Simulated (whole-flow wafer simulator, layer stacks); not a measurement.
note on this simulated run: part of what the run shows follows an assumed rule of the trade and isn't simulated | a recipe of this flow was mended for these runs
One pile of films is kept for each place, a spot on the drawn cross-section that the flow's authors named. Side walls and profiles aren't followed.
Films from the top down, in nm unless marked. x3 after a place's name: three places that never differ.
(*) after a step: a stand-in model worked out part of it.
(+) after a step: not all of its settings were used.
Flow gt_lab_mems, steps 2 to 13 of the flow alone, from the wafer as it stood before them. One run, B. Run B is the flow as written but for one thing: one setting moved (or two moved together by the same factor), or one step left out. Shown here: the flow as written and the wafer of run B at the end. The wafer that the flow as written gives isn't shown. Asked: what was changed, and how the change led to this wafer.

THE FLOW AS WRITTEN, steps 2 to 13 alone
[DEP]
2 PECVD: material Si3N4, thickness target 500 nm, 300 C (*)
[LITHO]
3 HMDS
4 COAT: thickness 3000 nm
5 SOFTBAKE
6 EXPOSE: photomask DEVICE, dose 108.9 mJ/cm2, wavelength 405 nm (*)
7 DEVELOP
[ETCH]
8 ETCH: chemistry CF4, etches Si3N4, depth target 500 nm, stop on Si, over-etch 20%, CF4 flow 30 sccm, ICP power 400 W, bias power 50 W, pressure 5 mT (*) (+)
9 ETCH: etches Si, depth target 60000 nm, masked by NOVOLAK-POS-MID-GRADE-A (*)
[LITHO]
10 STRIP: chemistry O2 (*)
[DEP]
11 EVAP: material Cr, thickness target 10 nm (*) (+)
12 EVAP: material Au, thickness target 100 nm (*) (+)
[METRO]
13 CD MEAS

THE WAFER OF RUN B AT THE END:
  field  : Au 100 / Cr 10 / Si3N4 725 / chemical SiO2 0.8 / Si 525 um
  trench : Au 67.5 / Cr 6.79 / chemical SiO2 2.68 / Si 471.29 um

The cause: step 2, PECVD: thickness target 725 nm was run, where the flow has thickness target 500 nm.
It can be read off the wafer: field has Si3N4 725, and step 2 as written asks for 500 nm.

How the change led to this, step by step:
  2 PECVD: material Si3N4, thickness target 500 nm, 300 C (*)
      field, trench: Si3N4 +725 (new film) (as written it would be: Si3N4 +500 (new film))
  8 ETCH: chemistry CF4, etches Si3N4, depth target 500 nm, stop on Si, over-etch 20%, CF4 flow 30 sccm, ICP power 400 W, bias power 50 W, pressure 5 mT (*) (+)
      trench: Si3N4 -600 (as written it would be: Si3N4 -500 (all of it), chemical SiO2 -0.8 (all of it), Si -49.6)
  9 ETCH: etches Si, depth target 60000 nm, masked by NOVOLAK-POS-MID-GRADE-A (*)
      trench: Si3N4 -125 (all of it), chemical SiO2 -0.8 (all of it), Si -53.71 um (as written it would be: Si -59.96 um)
  12 EVAP: material Au, thickness target 100 nm (*) (+)
      trench: Au +67.5 (new film) (as written it would be: Au +64.1 (new film))
